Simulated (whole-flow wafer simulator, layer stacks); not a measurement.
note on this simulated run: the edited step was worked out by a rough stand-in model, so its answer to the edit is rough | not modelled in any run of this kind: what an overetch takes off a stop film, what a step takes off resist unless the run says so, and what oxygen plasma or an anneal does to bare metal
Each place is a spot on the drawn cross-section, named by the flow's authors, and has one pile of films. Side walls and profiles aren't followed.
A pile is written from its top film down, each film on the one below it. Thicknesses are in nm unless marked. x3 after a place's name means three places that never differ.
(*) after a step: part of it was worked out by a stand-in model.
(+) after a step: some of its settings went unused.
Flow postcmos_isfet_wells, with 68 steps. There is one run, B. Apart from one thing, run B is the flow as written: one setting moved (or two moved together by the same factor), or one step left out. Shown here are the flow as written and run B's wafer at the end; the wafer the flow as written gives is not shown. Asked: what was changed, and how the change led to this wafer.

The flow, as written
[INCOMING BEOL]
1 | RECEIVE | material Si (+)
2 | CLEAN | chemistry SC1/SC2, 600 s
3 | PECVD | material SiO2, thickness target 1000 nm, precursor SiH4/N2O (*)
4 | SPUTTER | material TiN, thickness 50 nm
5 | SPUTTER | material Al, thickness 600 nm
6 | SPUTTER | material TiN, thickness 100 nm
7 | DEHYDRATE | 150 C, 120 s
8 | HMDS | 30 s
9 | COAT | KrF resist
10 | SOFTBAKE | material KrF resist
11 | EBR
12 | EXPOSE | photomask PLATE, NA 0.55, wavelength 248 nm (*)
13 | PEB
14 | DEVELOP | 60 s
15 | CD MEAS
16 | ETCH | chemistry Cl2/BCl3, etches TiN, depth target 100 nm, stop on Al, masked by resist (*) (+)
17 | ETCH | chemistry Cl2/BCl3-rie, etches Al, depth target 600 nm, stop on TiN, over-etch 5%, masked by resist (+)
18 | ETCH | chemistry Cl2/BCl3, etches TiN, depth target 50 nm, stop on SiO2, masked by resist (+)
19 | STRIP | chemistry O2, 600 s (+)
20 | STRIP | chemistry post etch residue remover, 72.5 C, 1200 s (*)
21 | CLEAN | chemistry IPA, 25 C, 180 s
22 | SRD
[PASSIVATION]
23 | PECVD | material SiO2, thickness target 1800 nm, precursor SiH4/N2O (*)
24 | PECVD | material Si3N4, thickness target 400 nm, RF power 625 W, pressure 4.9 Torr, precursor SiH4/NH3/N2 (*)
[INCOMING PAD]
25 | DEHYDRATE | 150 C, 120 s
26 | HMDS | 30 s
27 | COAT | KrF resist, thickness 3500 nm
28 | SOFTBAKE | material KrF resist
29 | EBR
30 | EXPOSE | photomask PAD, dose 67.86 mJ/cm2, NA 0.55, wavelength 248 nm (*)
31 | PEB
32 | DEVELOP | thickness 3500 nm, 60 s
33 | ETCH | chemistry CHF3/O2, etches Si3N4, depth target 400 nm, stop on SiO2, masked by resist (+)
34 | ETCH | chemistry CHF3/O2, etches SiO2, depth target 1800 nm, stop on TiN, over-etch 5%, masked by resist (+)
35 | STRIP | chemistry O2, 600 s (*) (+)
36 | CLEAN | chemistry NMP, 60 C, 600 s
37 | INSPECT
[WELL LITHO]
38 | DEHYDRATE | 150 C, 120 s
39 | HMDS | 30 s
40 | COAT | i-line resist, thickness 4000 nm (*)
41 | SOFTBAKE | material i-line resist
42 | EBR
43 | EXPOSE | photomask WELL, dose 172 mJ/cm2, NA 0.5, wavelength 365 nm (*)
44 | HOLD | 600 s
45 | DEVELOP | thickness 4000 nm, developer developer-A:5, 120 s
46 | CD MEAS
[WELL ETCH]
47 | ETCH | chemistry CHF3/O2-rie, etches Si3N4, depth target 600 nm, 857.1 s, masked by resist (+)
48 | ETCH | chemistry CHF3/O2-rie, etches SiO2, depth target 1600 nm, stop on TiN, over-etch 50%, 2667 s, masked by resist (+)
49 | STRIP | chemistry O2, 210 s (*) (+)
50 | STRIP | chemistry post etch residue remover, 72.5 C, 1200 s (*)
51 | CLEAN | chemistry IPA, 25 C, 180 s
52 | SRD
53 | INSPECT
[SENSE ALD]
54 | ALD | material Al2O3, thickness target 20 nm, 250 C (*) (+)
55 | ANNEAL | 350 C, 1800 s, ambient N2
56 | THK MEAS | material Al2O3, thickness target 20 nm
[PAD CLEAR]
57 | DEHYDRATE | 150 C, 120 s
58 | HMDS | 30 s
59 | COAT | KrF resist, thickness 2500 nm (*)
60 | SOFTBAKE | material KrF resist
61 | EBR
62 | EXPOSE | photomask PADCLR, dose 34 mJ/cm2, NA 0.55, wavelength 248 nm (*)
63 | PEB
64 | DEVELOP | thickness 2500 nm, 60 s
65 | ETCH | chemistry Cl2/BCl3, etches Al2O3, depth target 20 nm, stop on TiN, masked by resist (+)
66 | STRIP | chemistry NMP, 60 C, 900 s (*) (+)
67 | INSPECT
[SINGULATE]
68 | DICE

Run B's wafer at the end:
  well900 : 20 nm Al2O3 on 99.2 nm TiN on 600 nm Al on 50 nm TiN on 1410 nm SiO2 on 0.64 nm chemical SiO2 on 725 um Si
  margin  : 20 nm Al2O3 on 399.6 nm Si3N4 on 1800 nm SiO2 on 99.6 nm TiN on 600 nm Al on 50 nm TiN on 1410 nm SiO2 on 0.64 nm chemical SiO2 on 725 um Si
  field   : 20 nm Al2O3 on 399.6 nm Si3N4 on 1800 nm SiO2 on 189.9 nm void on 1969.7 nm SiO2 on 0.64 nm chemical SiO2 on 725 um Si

What caused this: step 3, PECVD: thickness target 1410 nm was run, while the flow as written has thickness target 1000 nm.
The wafer lets one read it off: well900 has SiO2 1410, and step 3 as written asks for 1000 nm.

Step by step, how the change led to this:
  3 | PECVD | material SiO2, thickness target 1000 nm, precursor SiH4/N2O (*)
      field, margin, well900, well1300 x3, pad_rim, pad_clr, pad_open: +1410 SiO2 (new film) (it would be, as written: +1000 SiO2 (new film))
